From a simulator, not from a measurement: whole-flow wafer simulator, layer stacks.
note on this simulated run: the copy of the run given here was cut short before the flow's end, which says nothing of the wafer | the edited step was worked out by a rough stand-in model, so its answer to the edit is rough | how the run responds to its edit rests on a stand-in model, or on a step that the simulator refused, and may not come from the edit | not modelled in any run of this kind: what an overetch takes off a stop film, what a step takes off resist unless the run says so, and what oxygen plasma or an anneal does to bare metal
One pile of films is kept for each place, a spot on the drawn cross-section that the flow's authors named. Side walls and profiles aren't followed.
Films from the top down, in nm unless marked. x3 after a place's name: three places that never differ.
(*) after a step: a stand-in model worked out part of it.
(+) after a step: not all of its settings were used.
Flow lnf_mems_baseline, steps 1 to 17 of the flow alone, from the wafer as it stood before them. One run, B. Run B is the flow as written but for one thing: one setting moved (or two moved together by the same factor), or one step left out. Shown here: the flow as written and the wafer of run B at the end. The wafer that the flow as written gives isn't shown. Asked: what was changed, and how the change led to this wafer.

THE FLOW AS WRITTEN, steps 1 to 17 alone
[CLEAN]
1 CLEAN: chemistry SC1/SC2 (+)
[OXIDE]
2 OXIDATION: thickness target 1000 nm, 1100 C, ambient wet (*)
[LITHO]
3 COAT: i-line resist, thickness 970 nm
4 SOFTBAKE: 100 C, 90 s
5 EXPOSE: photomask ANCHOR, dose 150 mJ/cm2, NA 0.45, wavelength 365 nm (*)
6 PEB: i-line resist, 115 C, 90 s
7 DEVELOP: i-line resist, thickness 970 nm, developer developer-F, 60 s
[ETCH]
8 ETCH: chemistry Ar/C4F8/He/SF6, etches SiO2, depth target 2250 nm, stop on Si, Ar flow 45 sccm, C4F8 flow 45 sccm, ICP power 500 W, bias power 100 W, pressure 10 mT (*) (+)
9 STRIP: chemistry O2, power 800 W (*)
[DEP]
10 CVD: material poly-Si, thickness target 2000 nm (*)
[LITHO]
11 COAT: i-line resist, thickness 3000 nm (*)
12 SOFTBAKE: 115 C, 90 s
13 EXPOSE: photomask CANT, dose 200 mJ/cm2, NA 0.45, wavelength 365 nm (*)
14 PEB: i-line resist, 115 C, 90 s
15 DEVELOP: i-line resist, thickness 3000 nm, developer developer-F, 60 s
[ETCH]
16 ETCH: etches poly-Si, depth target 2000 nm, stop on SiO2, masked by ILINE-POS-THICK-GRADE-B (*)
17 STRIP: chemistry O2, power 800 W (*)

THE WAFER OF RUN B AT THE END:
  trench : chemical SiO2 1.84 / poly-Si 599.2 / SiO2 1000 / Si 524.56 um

The cause: step 16, ETCH: depth target 1400 nm was run, where the flow has depth target 2000 nm.

How the change led to this, step by step:
  16 ETCH: etches poly-Si, depth target 2000 nm, stop on SiO2, masked by ILINE-POS-THICK-GRADE-B (*)
      trench, char_slit: poly-Si -1400 (as written it would be: poly-Si -2000 (all of it))
      field, anchor, beam: i-line resist -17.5 (as written it would be: i-line resist -25)
  17 STRIP: chemistry O2, power 800 W (*)
      trench, char_slit: chemical SiO2 +1.84 (new film), poly-Si -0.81 (as written it would be: nothing)
